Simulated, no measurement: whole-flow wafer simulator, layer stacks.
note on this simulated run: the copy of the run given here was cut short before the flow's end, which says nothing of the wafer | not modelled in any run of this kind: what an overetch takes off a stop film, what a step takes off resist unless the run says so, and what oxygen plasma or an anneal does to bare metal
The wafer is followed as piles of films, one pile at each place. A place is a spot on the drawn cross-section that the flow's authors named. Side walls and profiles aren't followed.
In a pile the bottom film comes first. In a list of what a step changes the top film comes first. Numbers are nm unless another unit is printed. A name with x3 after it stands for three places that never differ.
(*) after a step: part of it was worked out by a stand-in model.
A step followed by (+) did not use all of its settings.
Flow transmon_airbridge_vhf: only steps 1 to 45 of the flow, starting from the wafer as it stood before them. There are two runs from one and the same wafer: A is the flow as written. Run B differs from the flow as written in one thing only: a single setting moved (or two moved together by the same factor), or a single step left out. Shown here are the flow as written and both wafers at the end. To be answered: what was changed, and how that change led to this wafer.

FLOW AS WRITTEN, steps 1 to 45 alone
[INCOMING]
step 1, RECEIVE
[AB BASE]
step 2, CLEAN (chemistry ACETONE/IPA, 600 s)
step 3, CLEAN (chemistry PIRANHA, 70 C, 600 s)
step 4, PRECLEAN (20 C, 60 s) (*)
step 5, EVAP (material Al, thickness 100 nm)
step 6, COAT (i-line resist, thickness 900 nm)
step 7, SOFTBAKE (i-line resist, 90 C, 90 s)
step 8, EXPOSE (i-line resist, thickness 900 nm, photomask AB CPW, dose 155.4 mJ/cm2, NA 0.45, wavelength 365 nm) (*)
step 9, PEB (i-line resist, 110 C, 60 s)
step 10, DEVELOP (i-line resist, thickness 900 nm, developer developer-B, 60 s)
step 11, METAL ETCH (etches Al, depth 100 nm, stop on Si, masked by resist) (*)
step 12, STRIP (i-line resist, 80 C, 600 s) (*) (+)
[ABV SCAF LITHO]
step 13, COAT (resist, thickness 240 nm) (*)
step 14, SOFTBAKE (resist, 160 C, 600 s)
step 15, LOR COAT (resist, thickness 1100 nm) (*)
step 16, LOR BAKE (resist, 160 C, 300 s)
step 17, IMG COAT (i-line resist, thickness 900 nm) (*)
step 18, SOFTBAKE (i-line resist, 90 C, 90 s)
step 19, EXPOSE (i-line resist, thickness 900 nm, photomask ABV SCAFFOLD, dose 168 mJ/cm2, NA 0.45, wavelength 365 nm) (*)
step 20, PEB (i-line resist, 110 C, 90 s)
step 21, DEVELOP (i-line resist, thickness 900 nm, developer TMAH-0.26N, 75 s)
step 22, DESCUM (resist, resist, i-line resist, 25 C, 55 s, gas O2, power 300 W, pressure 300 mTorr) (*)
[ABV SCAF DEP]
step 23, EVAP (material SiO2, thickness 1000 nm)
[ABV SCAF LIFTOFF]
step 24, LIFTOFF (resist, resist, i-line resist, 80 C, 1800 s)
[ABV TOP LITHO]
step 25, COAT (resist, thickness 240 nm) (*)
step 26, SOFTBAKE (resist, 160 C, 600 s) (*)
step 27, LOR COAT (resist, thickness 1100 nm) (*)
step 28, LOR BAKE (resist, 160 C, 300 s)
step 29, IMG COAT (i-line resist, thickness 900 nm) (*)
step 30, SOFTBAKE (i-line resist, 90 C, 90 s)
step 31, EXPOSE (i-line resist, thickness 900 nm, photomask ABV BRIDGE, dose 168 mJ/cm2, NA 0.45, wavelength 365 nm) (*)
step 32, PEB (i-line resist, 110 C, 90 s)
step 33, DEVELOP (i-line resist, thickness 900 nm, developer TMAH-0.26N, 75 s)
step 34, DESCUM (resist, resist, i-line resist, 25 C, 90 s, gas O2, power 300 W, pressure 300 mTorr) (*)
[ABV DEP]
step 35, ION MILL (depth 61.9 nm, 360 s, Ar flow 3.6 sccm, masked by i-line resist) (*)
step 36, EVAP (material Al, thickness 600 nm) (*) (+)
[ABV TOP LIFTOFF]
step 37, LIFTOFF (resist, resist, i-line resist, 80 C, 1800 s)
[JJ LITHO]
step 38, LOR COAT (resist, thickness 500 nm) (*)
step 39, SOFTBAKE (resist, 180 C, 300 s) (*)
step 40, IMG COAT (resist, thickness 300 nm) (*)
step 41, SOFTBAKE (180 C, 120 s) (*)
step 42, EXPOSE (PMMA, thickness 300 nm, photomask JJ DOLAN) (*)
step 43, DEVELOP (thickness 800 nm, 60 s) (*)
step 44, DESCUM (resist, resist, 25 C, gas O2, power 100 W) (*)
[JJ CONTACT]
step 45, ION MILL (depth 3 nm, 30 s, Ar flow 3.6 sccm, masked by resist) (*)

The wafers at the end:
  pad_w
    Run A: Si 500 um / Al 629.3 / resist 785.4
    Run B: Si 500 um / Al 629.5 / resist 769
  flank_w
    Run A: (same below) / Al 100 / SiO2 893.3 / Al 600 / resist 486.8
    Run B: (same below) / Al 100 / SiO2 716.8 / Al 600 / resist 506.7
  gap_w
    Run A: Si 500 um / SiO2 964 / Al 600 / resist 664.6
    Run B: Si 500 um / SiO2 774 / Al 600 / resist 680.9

The reason: step 23, EVAP: thickness 810 nm was run, though the flow has thickness 1000 nm.

How this came from the change, step by step:
  step 23, EVAP (material SiO2, thickness 1000 nm)
      field x3, jj_line, ground_far and 10 more: A +1000 SiO2 (new film) | B +810 SiO2 (new film)
      flank_w, flank_e: A +929.3 SiO2 (new film) | B +752.7 SiO2 (new film)
  step 24, LIFTOFF (resist, resist, i-line resist, 80 C, 1800 s)
      field x3, jj_line, trace_open_s x2: A -1000 SiO2 (all of it), -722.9 i-line resist (all of it), -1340 resist (all of it) | B -810 SiO2 (all of it), -722.9 i-line resist (all of it), -1340 resist (all of it)
      pad_w, pad_e: A -1000 SiO2 (all of it), -718 i-line resist (all of it), -1330.2 resist (all of it) | B -810 SiO2 (all of it), -718 i-line resist (all of it), -1330.2 resist (all of it)
      (also at 1 further place)
  step 25, COAT (resist, thickness 240 nm) (*)
      flank_w, flank_e: A +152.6 resist (new film) | B +159 resist (new film)
      gap_w, gap_e: A +210.7 resist (new film) | B +218.9 resist (new film)
      (also at 6 further places)
  step 27, LOR COAT (resist, thickness 1100 nm) (*)
      gap_w, gap_e: A +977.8 resist | B +1004 resist
      margin_s, margin_n: A +823.4 resist | B +869.1 resist
      (also at 6 further places)
  step 29, IMG COAT (i-line resist, thickness 900 nm) (*)
      gap_w, gap_e: A +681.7 i-line resist (new film) | B +727.7 i-line resist (new film)
      margin_s, margin_n: A +603.2 i-line resist (new film) | B +663.4 i-line resist (new film)
      (also at 5 further places)
  step 32, PEB (i-line resist, 110 C, 90 s)
      flank_w, flank_e: A -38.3 i-line resist | B -40.2 i-line resist
      gap_w, gap_e: A -34.7 i-line resist | B -37.1 i-line resist
      (also at 5 further places)
  step 33, DEVELOP (i-line resist, thickness 900 nm, developer TMAH-0.26N, 75 s)
      gap_w, gap_e: A -646.9 i-line resist (all of it), -977.8 resist | B -690.5 i-line resist (all of it), -1004 resist
      pad_w: A -937.2 i-line resist (all of it), -1247.8 resist | B -921.2 i-line resist (all of it), -1218.2 resist
      (also at 5 further places)
  step 34, DESCUM (resist, resist, i-line resist, 25 C, 90 s, gas O2, power 300 W, pressure 300 mTorr) (*)
      flank_w, flank_e: A -152.6 resist (all of it) | B -159 resist (all of it)
      gap_w, gap_e: A -210.7 resist (all of it) | B -218.9 resist (all of it)
      (also at 4 further places)
  step 37, LIFTOFF (resist, resist, i-line resist, 80 C, 1800 s)
      margin_s, margin_n: A -600 Al (all of it), -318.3 i-line resist (all of it), -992 resist (all of it) | B -600 Al (all of it), -375.3 i-line resist (all of it), -1048.6 resist (all of it)
      ground_far: A -600 Al (all of it), -717.9 i-line resist (all of it), -1384.9 resist (all of it) | B -600 Al (all of it), -694.2 i-line resist (all of it), -1378.6 resist (all of it)
  step 38, LOR COAT (resist, thickness 500 nm) (*)
      pad_w, pad_e: A +517 resist (new film) | B +506 resist (new film)
      flank_w, flank_e: A +306.5 resist (new film) | B +320.3 resist (new film)
      (also at 3 further places)
  step 40, IMG COAT (resist, thickness 300 nm) (*)
      flank_w, flank_e: A +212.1 resist | B +218.1 resist
      gap_w, gap_e: A +245.7 resist | B +253.8 resist
      (also at 4 further places)
